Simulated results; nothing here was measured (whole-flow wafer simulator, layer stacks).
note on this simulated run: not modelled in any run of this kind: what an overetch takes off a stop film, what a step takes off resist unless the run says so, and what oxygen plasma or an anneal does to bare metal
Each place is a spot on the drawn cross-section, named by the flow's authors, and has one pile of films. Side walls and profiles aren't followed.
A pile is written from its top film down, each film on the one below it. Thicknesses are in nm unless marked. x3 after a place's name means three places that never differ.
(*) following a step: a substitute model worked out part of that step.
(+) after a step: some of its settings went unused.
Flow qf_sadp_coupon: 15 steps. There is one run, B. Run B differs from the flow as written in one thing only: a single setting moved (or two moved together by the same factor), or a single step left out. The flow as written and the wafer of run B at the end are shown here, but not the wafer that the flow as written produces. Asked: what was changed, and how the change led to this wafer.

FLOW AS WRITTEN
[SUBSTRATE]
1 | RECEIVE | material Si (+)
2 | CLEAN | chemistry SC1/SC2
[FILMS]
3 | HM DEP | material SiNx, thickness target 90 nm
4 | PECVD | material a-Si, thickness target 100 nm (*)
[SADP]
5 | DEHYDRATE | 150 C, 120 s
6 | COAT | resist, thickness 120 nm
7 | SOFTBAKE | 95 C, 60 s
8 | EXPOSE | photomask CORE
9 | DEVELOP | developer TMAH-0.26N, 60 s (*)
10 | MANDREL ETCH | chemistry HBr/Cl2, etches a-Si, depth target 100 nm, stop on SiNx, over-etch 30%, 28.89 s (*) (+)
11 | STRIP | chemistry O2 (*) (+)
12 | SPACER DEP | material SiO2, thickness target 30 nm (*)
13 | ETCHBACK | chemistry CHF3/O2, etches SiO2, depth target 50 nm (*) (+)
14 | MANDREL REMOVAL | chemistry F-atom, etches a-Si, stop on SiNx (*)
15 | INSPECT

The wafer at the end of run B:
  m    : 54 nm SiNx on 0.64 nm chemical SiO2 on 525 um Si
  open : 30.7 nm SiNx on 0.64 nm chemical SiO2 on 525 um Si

What caused this: step 3, HM DEP: thickness target 54 nm was run, whereas the flow has thickness target 90 nm.
The wafer lets one read it off: m has SiNx 54, and step 3 as written asks for 90 nm.

How this came from the change, step by step:
  3 | HM DEP | material SiNx, thickness target 90 nm
      m, open: +54 SiNx (new film) (it would be, as written: +90 SiNx (new film))
